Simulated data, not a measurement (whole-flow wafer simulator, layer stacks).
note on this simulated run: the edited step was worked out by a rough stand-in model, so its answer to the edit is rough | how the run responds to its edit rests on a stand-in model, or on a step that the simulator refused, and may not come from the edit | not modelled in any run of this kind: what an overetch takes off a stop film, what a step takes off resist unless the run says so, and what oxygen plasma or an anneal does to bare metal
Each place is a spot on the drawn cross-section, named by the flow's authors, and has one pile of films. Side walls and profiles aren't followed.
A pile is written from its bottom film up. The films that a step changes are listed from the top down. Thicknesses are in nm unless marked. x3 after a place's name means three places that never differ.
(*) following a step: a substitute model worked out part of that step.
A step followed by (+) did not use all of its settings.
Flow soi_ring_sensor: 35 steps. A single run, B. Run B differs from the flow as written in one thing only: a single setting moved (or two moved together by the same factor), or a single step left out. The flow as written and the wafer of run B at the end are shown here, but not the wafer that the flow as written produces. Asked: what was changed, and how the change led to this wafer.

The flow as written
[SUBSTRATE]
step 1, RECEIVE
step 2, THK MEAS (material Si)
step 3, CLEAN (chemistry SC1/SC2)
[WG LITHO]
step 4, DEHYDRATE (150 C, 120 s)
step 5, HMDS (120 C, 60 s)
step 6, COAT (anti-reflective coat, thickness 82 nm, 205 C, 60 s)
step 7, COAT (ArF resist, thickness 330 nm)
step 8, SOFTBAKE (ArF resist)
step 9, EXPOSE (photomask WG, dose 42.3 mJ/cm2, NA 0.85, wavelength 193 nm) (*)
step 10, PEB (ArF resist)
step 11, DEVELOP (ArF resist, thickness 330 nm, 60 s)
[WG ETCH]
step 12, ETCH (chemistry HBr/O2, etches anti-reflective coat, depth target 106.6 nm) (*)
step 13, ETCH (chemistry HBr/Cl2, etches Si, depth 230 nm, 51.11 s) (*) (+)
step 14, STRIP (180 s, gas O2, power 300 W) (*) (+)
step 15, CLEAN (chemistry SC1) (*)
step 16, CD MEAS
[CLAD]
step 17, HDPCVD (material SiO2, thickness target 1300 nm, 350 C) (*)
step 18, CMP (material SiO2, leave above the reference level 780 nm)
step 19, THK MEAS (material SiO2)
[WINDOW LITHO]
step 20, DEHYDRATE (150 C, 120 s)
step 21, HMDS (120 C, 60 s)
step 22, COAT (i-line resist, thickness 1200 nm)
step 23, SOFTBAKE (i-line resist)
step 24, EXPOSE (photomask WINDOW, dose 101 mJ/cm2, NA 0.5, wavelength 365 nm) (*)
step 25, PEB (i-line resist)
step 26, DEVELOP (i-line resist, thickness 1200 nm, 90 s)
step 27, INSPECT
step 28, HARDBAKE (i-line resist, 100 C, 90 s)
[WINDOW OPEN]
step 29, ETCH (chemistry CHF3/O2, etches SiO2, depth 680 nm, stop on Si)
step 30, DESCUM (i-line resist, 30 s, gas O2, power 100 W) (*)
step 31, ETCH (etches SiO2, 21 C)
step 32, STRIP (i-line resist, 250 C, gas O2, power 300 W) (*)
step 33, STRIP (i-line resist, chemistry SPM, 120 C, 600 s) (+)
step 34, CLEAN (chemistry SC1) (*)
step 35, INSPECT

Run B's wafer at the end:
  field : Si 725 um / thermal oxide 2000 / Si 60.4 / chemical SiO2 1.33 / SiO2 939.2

What caused this: step 13, ETCH: depth 159 nm was run, though the flow has depth 230 nm; step 13, ETCH: 35.27 s was run, where the flow has 51.11 s.

How this came from the change, step by step:
  step 13, ETCH (chemistry HBr/Cl2, etches Si, depth 230 nm, 51.11 s) (*) (+)
      gap, window, field, gap_clad: -159 Si (in the flow as written it would be: -220 Si (all of it), -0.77 thermal oxide)
      core, core_clad: -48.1 ArF resist (in the flow as written it would be: -69.7 ArF resist)
  step 14, STRIP (180 s, gas O2, power 300 W) (*) (+)
      gap, window, field, gap_clad: +1.33 chemical SiO2 (new film), -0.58 Si (in the flow as written it would be: nothing)
      core, core_clad: -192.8 ArF resist (all of it), -82 anti-reflective coat (all of it), +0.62 chemical SiO2, -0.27 Si (in the flow as written it would be: -171.2 ArF resist (all of it), -82 anti-reflective coat (all of it), +0.63 chemical SiO2, -0.28 Si)
  step 18, CMP (material SiO2, leave above the reference level 780 nm)
      gap, window, field, gap_clad: -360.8 SiO2 (in the flow as written it would be: -298.2 SiO2)
